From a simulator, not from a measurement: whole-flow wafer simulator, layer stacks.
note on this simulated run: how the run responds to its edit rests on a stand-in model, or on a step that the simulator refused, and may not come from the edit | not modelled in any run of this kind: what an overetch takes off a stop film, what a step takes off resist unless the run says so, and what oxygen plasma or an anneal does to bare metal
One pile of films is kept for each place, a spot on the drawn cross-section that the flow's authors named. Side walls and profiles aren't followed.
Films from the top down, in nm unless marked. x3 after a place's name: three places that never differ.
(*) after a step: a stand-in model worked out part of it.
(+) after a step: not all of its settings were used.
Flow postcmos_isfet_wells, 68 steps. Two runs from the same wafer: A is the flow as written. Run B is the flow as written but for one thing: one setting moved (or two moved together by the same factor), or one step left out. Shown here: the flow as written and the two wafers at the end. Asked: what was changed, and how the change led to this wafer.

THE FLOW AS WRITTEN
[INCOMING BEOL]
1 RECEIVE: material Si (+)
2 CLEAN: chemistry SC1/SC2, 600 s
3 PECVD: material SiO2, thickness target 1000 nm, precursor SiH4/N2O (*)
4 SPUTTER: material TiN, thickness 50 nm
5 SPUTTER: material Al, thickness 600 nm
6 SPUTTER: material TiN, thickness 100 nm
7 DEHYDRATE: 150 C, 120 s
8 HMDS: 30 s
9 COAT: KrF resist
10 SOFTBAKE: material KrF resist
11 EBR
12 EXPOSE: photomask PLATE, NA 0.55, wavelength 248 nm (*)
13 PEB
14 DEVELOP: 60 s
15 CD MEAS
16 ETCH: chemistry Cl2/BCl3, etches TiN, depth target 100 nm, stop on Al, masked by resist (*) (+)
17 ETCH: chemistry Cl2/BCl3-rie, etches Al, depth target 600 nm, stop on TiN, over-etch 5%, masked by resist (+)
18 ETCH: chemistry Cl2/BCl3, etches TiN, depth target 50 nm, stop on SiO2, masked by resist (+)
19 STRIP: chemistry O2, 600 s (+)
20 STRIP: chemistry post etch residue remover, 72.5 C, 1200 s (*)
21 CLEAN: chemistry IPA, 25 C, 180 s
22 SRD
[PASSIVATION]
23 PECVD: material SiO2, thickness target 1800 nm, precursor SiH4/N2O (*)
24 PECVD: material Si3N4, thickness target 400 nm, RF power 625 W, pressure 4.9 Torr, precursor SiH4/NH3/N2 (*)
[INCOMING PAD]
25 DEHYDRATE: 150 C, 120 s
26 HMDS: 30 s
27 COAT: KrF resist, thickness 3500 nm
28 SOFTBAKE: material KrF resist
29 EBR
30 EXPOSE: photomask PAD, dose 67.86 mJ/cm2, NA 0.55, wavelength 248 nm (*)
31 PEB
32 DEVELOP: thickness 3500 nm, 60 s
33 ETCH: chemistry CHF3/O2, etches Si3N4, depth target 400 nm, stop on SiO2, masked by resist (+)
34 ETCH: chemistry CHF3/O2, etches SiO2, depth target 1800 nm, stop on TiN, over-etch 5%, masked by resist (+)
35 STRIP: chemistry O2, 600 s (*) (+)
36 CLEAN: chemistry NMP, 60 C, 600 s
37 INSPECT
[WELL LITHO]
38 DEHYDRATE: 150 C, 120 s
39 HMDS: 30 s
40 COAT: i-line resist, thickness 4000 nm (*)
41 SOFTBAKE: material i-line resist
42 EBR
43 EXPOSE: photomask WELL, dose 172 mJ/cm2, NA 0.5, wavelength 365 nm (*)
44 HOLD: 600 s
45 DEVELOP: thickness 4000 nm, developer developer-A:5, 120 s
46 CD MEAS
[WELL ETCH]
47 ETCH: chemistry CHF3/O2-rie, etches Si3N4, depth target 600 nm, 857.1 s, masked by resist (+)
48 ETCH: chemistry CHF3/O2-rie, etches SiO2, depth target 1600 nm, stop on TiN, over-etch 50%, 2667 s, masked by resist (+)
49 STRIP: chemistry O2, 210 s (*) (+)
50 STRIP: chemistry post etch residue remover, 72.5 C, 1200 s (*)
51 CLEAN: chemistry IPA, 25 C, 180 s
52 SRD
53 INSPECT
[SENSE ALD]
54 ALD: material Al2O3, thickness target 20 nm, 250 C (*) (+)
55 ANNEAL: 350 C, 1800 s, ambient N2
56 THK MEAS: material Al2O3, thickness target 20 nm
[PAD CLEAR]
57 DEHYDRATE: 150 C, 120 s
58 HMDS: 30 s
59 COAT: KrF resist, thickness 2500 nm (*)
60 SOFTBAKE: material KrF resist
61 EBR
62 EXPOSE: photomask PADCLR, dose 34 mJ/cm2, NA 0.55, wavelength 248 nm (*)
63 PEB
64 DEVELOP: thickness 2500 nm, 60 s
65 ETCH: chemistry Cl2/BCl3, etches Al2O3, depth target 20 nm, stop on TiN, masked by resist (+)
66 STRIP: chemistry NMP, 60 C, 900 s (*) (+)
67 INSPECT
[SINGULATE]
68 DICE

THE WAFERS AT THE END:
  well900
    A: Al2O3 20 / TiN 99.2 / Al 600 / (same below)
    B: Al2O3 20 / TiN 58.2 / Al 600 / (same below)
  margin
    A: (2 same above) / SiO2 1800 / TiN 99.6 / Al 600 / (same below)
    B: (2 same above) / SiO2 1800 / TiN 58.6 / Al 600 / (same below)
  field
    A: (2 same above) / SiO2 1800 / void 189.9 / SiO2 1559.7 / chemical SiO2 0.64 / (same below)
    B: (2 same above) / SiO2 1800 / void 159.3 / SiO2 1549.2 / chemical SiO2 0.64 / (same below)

The cause: step 6, SPUTTER: thickness 59 nm was run, where the flow has thickness 100 nm.

How the change led to this, step by step:
  6 SPUTTER: material TiN, thickness 100 nm
      field, margin, well900, well1300 x3, pad_rim, pad_clr, pad_open: A TiN +100 (new film) | B TiN +59 (new film)
  16 ETCH: chemistry Cl2/BCl3, etches TiN, depth target 100 nm, stop on Al, masked by resist (*) (+)
      margin, well900, well1300 x3, pad_rim, pad_clr, pad_open: A KrF resist -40 | B KrF resist -35.4
      field: A TiN -100 (all of it) | B TiN -59 (all of it)
  23 PECVD: material SiO2, thickness target 1800 nm, precursor SiH4/N2O (*)
      field: A SiO2 +1800 (new film), void +189.9 (new film), SiO2 +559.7 | B SiO2 +1800 (new film), void +159.3 (new film), SiO2 +549.2
